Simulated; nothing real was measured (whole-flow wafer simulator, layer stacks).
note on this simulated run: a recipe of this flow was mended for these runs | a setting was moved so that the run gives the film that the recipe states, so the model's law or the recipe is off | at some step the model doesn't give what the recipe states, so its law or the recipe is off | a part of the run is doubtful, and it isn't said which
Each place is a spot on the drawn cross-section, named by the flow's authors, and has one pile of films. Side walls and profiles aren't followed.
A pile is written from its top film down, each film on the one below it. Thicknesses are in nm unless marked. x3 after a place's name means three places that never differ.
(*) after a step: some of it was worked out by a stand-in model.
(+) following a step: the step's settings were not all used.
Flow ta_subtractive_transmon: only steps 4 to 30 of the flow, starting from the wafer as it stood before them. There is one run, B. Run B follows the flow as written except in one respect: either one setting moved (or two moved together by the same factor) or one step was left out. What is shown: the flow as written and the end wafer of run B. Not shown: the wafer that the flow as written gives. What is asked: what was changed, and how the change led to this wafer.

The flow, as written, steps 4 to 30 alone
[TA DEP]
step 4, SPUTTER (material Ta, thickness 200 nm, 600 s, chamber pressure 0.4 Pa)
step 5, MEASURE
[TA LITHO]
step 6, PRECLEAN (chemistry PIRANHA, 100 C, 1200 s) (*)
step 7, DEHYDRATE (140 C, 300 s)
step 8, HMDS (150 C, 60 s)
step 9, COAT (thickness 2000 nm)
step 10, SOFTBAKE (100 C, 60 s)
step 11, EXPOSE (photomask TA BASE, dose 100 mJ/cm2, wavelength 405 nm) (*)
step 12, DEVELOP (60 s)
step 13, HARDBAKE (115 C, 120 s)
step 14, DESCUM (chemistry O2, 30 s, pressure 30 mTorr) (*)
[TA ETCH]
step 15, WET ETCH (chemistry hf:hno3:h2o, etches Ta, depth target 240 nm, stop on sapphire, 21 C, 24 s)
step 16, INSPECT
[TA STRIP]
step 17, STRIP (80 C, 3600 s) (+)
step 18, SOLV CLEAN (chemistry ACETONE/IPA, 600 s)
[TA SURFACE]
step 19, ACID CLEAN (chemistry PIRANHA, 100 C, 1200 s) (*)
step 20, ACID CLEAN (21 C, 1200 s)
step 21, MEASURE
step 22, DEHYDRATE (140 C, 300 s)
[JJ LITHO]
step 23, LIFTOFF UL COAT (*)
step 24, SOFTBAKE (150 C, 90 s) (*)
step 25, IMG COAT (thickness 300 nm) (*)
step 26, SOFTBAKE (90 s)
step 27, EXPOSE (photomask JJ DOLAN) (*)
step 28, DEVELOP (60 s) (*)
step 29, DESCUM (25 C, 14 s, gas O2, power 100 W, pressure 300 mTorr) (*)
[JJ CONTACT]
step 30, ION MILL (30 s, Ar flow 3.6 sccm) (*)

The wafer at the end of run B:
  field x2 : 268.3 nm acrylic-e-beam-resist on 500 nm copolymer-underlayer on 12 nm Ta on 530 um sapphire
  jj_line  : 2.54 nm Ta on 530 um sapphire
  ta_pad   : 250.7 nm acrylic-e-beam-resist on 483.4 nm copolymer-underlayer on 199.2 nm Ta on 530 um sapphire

What caused this: step 15, WET ETCH: depth target 187.2 nm was run, while the flow as written has depth target 240 nm; step 15, WET ETCH: 18.72 s was run, where the flow has 24 s.

How this came from the change, step by step:
  step 15, WET ETCH (chemistry hf:hno3:h2o, etches Ta, depth target 240 nm, stop on sapphire, 21 C, 24 s)
      field x2, jj_line, lead: Ta loses 187.2 (it would be, as written: Ta loses 199.7 (all of it))
  step 30, ION MILL (30 s, Ar flow 3.6 sccm) (*)
      jj_line, lead: Ta loses 9.45 (it would be, as written: sapphire loses 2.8)
With metal films that touch counted as one body, field x2 has 1 body; the flow as written gives 0 bodies.
With metal films that touch counted as one body, jj_line has 1 body; the flow as written gives 0 bodies.
